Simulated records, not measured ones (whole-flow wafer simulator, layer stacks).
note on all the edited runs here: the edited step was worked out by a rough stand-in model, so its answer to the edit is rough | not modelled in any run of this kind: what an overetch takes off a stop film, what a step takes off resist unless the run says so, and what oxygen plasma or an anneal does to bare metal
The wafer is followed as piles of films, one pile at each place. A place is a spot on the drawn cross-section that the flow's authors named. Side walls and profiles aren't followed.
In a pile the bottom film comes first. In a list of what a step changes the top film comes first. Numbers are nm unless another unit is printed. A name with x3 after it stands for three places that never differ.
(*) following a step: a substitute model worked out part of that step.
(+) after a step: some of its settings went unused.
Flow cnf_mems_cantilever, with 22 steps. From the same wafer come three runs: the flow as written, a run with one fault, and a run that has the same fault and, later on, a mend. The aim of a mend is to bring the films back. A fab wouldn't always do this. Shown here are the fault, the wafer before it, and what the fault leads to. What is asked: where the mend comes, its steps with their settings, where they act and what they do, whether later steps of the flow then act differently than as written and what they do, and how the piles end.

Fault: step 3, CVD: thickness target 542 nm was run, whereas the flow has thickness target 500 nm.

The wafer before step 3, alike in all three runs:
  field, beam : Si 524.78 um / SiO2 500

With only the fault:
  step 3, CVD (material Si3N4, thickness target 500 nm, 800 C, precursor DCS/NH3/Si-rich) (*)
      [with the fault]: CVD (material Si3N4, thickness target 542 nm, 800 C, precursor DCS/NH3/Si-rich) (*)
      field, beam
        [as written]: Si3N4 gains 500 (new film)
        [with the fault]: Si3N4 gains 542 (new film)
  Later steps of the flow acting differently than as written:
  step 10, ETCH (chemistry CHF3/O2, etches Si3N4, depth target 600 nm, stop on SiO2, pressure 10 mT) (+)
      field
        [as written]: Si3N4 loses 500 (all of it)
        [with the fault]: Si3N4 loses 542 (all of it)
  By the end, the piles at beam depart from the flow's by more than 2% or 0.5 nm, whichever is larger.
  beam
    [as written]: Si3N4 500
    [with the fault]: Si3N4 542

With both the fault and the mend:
  The mend follows step 3.
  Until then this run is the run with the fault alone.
  step 3a, ETCH (chemistry h3po4, depth target 42 nm)
      field, beam
        Si3N4 loses 42
  None of the later steps of the flow acts differently than as written at any place that is followed.
  At every place that both follow, the piles at the end match the flow's.
